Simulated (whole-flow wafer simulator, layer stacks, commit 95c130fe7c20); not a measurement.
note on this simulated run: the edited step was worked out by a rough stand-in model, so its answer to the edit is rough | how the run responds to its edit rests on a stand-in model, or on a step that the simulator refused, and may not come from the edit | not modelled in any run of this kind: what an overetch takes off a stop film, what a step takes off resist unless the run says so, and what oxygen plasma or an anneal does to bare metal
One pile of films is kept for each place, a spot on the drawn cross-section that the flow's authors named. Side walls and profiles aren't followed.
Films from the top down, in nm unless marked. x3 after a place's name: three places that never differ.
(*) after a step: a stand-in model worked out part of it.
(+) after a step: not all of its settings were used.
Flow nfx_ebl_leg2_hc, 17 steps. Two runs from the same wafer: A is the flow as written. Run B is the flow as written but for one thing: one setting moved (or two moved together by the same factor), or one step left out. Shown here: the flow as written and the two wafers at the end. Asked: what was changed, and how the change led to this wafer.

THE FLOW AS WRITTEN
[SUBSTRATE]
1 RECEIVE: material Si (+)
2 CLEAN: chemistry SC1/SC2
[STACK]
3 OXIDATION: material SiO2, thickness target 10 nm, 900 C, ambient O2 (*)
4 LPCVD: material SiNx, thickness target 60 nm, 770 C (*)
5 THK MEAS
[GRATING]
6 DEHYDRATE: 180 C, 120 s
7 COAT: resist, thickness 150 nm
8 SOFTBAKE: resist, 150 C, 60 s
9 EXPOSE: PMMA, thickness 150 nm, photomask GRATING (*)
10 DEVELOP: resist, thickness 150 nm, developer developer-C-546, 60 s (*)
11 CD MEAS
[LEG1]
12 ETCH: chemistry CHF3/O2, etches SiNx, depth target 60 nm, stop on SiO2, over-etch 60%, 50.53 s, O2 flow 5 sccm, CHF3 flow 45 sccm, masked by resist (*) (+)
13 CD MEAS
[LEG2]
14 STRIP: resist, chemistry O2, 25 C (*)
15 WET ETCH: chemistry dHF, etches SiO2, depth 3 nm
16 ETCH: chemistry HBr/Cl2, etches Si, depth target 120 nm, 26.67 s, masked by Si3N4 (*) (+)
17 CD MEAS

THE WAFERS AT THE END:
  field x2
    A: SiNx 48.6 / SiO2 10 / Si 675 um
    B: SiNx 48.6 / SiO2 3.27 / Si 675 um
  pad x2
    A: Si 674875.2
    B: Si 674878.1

The cause: step 3, OXIDATION: 765 C was run, where the flow has 900 C.

How the change led to this, step by step:
  3 OXIDATION: material SiO2, thickness target 10 nm, 900 C, ambient O2 (*)
      field x2, pad x2: A SiO2 +10 (new film), chemical SiO2 -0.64 (all of it), Si -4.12 | B SiO2 +3.27 (new film), chemical SiO2 -0.64 (all of it), Si -1.16
  12 ETCH: chemistry CHF3/O2, etches SiNx, depth target 60 nm, stop on SiO2, over-etch 60%, 50.53 s, O2 flow 5 sccm, CHF3 flow 45 sccm, masked by resist (*) (+)
      pad x2: A SiNx -60 (all of it), SiO2 -10 (all of it) | B SiNx -60 (all of it), SiO2 -3.27 (all of it)
